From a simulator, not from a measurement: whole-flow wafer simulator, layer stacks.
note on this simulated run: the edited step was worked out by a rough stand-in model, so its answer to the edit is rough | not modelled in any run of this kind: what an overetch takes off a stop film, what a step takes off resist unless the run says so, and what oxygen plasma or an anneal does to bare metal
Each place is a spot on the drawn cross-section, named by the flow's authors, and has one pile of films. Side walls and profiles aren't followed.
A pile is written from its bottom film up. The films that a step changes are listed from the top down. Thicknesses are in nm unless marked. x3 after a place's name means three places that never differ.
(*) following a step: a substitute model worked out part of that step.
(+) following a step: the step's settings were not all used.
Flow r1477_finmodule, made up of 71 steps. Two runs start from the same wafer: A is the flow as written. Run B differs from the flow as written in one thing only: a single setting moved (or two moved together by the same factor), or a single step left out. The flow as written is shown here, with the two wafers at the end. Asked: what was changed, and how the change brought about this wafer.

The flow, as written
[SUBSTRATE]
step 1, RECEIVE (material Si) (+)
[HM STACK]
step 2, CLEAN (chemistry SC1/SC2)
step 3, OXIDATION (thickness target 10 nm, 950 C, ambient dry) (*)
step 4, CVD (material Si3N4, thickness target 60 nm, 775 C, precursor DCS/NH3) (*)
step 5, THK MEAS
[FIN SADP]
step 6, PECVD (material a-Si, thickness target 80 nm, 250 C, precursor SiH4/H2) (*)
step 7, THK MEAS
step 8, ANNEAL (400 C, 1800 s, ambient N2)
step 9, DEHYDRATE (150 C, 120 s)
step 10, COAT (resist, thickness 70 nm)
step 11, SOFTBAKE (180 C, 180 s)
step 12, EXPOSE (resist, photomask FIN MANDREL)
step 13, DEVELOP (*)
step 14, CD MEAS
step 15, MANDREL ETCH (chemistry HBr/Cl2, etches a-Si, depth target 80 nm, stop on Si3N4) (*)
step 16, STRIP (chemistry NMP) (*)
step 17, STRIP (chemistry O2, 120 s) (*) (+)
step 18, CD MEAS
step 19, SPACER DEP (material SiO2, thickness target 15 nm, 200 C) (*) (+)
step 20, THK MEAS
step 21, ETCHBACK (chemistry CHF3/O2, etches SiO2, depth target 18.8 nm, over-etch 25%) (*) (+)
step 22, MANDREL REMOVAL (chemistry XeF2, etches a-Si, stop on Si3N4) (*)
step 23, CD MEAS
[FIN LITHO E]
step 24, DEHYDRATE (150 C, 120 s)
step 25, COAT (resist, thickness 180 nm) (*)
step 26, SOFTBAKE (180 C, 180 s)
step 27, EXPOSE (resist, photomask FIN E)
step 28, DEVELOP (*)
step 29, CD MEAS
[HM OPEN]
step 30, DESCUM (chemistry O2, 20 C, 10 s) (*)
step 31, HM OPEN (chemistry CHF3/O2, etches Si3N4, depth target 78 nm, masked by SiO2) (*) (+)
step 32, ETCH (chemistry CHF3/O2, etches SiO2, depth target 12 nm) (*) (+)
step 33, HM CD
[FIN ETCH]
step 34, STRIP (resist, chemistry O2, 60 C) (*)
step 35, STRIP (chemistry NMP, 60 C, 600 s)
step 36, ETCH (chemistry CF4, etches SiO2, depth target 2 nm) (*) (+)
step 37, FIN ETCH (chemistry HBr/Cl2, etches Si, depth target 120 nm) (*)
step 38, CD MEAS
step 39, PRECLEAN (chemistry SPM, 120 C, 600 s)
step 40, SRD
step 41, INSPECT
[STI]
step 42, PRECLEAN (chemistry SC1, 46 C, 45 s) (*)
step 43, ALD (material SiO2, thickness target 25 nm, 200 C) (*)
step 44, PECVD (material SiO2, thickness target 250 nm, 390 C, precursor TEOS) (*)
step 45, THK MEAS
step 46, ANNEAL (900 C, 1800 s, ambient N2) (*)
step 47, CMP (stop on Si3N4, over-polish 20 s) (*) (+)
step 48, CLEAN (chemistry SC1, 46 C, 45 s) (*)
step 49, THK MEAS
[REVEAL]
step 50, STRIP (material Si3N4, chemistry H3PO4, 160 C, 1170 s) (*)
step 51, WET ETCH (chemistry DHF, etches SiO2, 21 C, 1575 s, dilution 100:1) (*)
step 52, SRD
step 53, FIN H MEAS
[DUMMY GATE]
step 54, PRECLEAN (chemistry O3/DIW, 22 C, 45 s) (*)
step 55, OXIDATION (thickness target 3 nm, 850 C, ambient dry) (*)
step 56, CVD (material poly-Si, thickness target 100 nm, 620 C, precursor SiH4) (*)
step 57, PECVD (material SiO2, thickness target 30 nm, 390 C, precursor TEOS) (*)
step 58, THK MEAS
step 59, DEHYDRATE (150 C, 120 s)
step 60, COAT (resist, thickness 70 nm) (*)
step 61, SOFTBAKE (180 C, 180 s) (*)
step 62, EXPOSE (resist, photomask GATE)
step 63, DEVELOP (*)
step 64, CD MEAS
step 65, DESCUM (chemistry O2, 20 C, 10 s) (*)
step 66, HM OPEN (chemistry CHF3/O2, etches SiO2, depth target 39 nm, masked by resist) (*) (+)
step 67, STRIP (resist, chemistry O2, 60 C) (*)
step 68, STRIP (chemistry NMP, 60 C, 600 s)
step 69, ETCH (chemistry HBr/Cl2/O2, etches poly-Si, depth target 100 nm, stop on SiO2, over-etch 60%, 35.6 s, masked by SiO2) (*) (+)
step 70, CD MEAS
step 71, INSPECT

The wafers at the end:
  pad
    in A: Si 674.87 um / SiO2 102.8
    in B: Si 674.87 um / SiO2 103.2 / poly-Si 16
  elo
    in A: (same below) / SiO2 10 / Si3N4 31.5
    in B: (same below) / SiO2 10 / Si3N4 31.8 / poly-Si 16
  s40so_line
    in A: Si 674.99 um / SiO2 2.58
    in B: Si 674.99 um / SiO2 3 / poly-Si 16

Cause: step 69, ETCH: depth target 51 nm was run, while the flow as written has depth target 100 nm; step 69, ETCH: 18.2 s was run, where the flow has 35.6 s.

The path from the change to this, step by step:
  step 69, ETCH (chemistry HBr/Cl2/O2, etches poly-Si, depth target 100 nm, stop on SiO2, over-etch 60%, 35.6 s, masked by SiO2) (*) (+)
      pad, eso, e40so and 8 more: A -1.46 chemical SiO2 (all of it), -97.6 poly-Si (all of it), -0.42 SiO2 | B -1.46 chemical SiO2 (all of it), -81.6 poly-Si
      elo, e40lo, e100lo, e200lo: A -1.46 chemical SiO2 (all of it), -97.6 poly-Si (all of it), -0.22 Si3N4 | B -1.46 chemical SiO2 (all of it), -81.6 poly-Si
      (and at 21 other places as well)
